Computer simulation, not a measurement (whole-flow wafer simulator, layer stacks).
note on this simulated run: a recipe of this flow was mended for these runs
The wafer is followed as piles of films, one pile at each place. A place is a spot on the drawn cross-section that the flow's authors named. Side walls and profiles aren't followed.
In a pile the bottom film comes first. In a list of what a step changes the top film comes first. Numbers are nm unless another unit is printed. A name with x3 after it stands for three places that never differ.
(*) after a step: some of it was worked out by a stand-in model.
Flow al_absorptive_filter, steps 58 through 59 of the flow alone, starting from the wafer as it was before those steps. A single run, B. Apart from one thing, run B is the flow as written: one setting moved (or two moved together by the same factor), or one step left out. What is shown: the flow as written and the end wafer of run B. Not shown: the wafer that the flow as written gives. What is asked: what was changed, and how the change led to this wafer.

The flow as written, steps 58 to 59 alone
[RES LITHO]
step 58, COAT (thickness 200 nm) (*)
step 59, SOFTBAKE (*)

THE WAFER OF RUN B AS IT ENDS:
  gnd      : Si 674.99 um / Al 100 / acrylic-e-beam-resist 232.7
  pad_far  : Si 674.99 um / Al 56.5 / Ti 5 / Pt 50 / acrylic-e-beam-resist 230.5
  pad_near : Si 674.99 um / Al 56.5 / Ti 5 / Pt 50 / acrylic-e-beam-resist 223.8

What caused this: step 58, COAT: thickness 232 nm was run, though the flow has thickness 200 nm.

How this came from the change, step by step:
  step 58, COAT (thickness 200 nm) (*)
      xa_field, xl_land, idc_field: acrylic-e-beam-resist gains 232 (new film) (as written it would have been: acrylic-e-beam-resist gains 200 (new film))
      gnd: acrylic-e-beam-resist gains 232.7 (new film) (as written it would have been: acrylic-e-beam-resist gains 200.6 (new film))
      (and at 10 other places as well)
